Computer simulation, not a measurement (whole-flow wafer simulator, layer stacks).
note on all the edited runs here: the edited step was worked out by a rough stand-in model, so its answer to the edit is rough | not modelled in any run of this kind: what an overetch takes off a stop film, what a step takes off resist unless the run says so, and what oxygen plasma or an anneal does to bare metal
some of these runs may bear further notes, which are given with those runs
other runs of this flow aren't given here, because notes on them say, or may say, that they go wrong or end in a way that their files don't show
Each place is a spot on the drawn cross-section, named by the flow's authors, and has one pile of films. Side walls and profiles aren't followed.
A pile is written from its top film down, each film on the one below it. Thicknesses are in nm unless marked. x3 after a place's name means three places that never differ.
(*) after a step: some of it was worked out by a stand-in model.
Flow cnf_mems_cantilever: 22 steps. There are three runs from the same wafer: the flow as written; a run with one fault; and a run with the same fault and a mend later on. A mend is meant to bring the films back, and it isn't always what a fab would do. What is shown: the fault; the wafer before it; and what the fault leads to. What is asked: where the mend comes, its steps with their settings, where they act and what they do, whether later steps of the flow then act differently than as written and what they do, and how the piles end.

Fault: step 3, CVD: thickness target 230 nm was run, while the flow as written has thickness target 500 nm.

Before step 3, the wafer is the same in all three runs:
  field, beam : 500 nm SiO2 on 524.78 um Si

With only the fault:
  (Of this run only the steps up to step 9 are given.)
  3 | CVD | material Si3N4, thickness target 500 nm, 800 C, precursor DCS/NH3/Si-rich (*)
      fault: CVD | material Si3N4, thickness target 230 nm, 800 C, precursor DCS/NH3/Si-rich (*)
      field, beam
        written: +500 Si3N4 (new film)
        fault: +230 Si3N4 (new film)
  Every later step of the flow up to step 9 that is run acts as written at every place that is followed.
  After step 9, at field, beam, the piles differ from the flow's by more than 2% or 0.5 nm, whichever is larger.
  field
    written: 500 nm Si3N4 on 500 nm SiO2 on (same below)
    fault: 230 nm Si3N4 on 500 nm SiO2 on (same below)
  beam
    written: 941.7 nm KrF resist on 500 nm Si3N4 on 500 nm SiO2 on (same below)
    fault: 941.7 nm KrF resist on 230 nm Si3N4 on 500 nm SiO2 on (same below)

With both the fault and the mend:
  The mend follows step 9.
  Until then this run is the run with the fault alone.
  9a | STRIP | chemistry O2, power 800 W (*)
      beam
        -941.7 KrF resist (all of it)
  9b | CLEAN | chemistry SC1/SC2 (*) (the flow's step 1 again)
      alters no film at any place that is followed
  9c | CVD | material Si3N4, thickness target 270 nm, 800 C, precursor DCS/NH3/Si-rich (*) (the flow's step 3 again, with other settings)
      field, beam
        +270 Si3N4
  9d | HMDS (the flow's step 4 again)
      alters no film at any place that is followed
  9e | COAT | KrF resist, thickness 1000 nm (the flow's step 5 again)
      field, beam
        +1000 KrF resist (new film)
  9f | SOFTBAKE | KrF resist (the flow's step 6 again)
      alters no film at any place that is followed
  9g | EXPOSE | photomask CANTILEVER (the flow's step 7 again)
      alters no film at any place that is followed
  9h | PEB | KrF resist, 135 C, 90 s (the flow's step 8 again)
      field, beam
        -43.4 KrF resist
  9i | DEVELOP | developer TMAH-0.26N, 60 s (the flow's step 9 again)
      field
        -956.6 KrF resist (all of it)
      beam
        -14.9 KrF resist
  Every later step of the flow that is run acts as written at every place that is followed.
  The piles end the same as the flow's at every place that both follow.
